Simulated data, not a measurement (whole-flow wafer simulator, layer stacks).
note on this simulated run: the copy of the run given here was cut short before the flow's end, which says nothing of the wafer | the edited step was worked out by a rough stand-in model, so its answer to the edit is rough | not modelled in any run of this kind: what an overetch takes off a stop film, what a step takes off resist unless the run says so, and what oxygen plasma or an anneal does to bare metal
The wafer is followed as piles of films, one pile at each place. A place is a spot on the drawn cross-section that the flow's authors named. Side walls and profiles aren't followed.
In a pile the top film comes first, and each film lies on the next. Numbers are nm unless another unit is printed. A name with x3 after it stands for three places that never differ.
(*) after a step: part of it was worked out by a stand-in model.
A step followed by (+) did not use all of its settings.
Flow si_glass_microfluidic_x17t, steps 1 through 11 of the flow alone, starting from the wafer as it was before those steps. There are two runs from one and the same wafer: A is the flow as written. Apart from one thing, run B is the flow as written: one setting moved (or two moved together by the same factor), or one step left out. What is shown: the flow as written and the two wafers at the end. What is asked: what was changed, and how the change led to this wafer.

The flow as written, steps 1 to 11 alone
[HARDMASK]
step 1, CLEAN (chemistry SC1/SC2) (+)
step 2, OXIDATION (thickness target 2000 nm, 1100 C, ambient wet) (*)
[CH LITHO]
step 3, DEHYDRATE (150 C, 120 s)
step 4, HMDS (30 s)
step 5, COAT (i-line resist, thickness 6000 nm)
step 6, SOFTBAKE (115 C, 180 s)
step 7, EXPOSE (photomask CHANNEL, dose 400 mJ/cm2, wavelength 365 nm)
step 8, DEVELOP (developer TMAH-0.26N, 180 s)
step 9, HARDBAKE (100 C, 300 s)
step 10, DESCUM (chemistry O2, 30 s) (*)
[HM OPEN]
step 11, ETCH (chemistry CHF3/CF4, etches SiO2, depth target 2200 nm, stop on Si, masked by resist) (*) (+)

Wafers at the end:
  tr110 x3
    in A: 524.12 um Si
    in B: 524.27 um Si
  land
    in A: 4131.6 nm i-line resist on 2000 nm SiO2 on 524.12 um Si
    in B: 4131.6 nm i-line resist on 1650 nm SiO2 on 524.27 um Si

Cause: step 2, OXIDATION: thickness target 1650 nm was run, while the flow as written has thickness target 2000 nm.
The wafer lets one read it off: land has SiO2 1650, and step 2 as written asks for 2000 nm.

The path from the change to this, step by step:
  step 2, OXIDATION (thickness target 2000 nm, 1100 C, ambient wet) (*)
      land, tr110 x3: A SiO2 gains 2000 (new film), chemical SiO2 loses 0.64 (all of it), Si loses 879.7 | B SiO2 gains 1650 (new film), chemical SiO2 loses 0.64 (all of it), Si loses 725.7
  step 11, ETCH (chemistry CHF3/CF4, etches SiO2, depth target 2200 nm, stop on Si, masked by resist) (*) (+)
      tr110 x3: A SiO2 loses 2000 (all of it) | B SiO2 loses 1650 (all of it)
